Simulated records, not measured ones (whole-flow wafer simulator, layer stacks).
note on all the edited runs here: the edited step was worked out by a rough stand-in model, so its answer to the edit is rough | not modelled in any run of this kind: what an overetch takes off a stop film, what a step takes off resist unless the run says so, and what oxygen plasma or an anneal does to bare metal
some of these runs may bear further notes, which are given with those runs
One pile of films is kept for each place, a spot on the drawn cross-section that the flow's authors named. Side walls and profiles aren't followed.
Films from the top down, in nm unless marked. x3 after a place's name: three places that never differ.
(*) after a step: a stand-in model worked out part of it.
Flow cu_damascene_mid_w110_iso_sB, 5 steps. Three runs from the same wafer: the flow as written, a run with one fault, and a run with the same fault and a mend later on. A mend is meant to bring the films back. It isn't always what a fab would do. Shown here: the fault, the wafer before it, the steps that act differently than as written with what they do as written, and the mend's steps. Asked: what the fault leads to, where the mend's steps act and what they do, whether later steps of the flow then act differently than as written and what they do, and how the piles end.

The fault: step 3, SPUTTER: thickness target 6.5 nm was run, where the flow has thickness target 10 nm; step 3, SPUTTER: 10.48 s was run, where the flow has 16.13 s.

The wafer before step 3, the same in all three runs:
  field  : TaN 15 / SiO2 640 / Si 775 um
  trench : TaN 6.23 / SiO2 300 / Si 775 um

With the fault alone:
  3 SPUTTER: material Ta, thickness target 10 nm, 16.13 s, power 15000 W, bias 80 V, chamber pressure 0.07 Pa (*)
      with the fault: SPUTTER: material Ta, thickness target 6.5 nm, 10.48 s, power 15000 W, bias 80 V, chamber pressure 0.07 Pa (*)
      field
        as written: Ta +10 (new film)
        with the fault: Ta +6.5 (new film)
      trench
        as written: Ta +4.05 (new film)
        with the fault: Ta +2.63 (new film)
  No later step of the flow acts differently than as written, at any place that is followed, by more than 2% or 0.5 nm, whichever is larger.
  At the end the piles differ from the flow's by more than 2% or 0.5 nm, whichever is larger, at field, trench.
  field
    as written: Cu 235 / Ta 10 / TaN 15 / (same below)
    with the fault: Cu 235 / Ta 6.5 / TaN 15 / (same below)
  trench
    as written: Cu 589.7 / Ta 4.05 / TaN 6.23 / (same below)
    with the fault: Cu 587.6 / Ta 2.63 / TaN 6.23 / (same below)

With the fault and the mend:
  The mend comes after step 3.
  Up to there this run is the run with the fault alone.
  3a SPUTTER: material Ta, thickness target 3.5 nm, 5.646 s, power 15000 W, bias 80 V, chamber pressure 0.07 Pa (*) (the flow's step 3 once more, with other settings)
      field
        Ta +3.5
      trench
        Ta +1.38
  No later step of the flow acts differently than as written at any place that is followed.
  At the end the piles differ from the flow's only slightly at the places that both follow, by at most 2% or 0.5 nm, whichever is larger.
